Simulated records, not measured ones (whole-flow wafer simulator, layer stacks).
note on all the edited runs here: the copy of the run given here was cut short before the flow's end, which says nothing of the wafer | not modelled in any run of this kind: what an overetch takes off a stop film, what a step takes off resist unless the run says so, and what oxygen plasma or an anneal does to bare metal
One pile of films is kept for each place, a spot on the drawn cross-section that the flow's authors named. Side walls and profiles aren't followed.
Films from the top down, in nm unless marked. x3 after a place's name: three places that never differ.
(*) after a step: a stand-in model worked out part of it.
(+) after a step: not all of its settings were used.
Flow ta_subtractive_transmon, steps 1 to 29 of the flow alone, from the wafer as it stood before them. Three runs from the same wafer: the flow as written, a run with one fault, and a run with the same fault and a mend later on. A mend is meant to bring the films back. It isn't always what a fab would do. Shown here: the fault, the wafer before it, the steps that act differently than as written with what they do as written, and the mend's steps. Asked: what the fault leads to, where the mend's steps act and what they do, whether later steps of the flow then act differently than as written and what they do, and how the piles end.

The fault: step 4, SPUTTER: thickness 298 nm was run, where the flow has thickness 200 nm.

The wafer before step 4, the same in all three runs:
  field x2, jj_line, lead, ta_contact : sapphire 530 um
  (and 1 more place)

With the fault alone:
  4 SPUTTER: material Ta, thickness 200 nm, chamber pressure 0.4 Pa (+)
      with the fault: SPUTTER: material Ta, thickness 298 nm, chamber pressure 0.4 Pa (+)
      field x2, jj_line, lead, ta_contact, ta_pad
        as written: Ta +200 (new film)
        with the fault: Ta +298 (new film)
  Later steps of the flow that act differently than as written (3 more steps differ only slightly, by at most 2% or 0.5 nm, whichever is larger, and aren't shown):
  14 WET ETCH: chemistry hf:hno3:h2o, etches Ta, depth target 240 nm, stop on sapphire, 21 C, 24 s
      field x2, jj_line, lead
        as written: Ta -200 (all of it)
        with the fault: Ta -240
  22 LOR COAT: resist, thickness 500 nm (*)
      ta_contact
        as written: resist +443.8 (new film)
        with the fault: resist +433.7 (new film)
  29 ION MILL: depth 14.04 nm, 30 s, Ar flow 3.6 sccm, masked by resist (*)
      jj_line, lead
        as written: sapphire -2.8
        with the fault: Ta -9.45
  At the end the piles differ from the flow's by more than 2% or 0.5 nm, whichever is larger, at field x2, jj_line, lead, ta_contact, ta_pad.
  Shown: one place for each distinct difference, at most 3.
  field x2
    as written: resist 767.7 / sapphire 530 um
    with the fault: resist 767.7 / Ta 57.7 / sapphire 530 um
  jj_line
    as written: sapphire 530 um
    with the fault: Ta 48.3 / sapphire 530 um
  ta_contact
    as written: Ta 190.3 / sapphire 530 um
    with the fault: Ta 288.3 / sapphire 530 um

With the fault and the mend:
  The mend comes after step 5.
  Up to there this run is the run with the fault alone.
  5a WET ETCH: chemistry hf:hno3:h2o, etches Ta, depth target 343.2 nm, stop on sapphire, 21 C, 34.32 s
      field x2, jj_line, lead, ta_contact, ta_pad
        Ta -298 (all of it)
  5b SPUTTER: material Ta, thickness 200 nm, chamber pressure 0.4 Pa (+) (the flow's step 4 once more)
      field x2, jj_line, lead, ta_contact, ta_pad
        Ta +200 (new film)
  No later step of the flow acts differently than as written at any place that is followed.
  At the end the piles are the same as the flow's at every place that both follow.
